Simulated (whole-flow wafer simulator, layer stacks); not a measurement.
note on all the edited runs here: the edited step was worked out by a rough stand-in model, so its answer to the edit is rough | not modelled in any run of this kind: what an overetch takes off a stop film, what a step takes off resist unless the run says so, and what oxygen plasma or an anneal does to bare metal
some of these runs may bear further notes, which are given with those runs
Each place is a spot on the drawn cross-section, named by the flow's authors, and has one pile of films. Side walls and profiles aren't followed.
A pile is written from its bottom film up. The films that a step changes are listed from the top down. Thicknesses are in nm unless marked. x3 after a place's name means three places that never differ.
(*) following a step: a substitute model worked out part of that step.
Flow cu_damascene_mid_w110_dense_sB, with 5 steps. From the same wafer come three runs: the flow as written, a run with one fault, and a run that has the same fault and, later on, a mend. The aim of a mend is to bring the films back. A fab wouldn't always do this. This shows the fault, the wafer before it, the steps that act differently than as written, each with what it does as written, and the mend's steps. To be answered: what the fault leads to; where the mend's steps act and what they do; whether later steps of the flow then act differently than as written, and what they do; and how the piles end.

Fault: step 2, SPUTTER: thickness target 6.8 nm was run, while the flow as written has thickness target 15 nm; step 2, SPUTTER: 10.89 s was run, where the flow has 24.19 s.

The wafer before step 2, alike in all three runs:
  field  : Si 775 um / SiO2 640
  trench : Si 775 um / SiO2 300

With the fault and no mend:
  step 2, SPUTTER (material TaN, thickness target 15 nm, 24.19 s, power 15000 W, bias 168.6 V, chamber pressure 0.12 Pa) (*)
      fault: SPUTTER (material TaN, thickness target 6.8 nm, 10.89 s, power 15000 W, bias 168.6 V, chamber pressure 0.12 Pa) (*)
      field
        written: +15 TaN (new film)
        fault: +6.8 TaN (new film)
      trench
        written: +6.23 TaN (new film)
        fault: +2.82 TaN (new film)
  Steps further on in the flow that do not act as written (2 other steps are not shown; they differ only slightly, by no more than 2% or 0.5 nm, whichever is larger):
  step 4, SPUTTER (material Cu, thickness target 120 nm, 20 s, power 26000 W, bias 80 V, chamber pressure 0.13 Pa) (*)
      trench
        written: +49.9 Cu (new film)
        fault: +51.2 Cu (new film)
  At field, trench, the piles at the end differ from the flow's by more than 2% or 0.5 nm, whichever is larger.
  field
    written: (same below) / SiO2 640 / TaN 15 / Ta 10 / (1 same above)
    fault: (same below) / SiO2 640 / TaN 6.8 / Ta 10 / (1 same above)
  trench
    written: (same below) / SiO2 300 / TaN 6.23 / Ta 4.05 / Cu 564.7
    fault: (same below) / SiO2 300 / TaN 2.82 / Ta 4.15 / Cu 559.8

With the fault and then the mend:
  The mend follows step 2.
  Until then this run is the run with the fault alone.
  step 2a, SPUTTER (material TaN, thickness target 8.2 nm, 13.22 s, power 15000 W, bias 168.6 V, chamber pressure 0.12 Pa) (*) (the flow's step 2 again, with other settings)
      field
        +8.2 TaN
      trench
        +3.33 TaN
  Every later step of the flow that is run acts as written, at every place that is followed, to within 2% or 0.5 nm, whichever is larger.
  At the end the piles are close to the flow's at the places that both follow, differing by at most 2% or 0.5 nm, whichever is larger.
